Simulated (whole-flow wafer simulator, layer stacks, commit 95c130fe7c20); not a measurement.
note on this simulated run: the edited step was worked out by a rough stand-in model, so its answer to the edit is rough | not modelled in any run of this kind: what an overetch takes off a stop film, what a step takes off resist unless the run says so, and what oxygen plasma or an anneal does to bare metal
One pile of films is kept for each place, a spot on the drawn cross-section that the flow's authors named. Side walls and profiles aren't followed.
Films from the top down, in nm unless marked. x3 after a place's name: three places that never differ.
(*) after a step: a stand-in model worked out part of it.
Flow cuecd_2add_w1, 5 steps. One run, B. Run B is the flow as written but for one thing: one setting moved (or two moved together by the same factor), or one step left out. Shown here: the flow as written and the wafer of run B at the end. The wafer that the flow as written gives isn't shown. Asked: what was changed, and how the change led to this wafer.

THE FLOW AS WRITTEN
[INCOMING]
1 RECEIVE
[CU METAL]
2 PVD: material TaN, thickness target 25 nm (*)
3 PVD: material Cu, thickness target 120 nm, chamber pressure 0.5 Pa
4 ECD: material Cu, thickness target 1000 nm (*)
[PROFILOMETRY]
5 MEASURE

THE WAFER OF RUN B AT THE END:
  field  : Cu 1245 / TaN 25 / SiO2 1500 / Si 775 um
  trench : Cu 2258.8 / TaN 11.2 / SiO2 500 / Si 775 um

The cause: step 4, ECD: thickness target 1125 nm was run, where the flow has thickness target 1000 nm.

How the change led to this, step by step:
  4 ECD: material Cu, thickness target 1000 nm (*)
      field: Cu +1125 (as written it would be: Cu +1000)
      trench: Cu +2205.2 (as written it would be: Cu +2080.2)
